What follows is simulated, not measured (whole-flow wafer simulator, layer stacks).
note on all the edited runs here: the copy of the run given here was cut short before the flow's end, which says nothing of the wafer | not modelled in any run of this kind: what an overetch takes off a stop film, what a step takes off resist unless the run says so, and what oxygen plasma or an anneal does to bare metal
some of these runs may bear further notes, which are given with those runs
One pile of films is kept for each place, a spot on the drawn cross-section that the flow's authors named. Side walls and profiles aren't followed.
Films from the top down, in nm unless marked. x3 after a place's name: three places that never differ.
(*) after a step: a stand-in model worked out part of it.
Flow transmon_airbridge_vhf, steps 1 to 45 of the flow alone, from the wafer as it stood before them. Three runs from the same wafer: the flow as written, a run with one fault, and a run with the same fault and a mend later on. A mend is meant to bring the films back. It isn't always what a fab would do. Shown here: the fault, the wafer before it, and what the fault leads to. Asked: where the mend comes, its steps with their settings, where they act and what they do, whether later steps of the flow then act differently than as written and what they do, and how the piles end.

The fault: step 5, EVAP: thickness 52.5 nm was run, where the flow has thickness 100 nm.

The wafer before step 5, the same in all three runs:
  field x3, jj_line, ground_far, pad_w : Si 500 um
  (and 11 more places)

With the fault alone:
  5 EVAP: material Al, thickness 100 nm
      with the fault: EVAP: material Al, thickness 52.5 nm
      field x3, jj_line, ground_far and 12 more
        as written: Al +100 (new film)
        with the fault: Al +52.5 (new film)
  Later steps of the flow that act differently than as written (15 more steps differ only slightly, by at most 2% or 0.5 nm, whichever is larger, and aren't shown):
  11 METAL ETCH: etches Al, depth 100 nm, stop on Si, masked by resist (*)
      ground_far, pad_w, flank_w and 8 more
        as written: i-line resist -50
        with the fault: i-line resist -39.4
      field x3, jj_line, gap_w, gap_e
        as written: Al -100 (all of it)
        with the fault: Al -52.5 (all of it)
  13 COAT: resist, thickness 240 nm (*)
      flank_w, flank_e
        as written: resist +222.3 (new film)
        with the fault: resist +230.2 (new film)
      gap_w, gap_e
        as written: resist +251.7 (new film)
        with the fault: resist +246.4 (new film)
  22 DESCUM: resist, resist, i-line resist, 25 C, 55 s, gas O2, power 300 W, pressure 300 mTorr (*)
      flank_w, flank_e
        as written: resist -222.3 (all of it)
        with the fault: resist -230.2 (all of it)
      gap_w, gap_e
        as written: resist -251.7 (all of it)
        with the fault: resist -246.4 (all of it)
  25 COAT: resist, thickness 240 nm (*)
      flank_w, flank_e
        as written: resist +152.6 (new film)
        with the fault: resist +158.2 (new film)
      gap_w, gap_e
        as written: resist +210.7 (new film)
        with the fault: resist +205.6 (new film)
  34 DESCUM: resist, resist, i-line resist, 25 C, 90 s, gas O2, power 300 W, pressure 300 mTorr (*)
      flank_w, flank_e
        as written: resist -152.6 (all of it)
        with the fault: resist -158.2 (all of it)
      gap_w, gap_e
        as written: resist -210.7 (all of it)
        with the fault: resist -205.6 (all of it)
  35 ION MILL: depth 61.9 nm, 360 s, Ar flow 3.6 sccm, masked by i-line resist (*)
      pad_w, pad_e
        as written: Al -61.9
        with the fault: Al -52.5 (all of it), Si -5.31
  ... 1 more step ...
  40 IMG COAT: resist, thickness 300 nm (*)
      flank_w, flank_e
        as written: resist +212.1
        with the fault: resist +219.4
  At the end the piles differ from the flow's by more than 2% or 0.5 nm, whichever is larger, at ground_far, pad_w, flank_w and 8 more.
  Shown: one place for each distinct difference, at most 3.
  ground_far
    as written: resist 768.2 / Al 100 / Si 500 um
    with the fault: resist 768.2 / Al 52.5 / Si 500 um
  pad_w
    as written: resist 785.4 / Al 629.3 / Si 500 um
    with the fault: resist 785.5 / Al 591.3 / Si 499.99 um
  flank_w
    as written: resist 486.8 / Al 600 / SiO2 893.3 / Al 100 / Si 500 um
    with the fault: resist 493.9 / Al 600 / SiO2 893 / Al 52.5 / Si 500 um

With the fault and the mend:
  The mend comes after step 5.
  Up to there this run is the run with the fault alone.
  5a EVAP: material Al, thickness 47.5 nm (the flow's step 5 once more, with other settings)
      field x3, jj_line, ground_far and 12 more
        Al +47.5
  No later step of the flow acts differently than as written at any place that is followed.
  At the end the piles are the same as the flow's at every place that both follow.
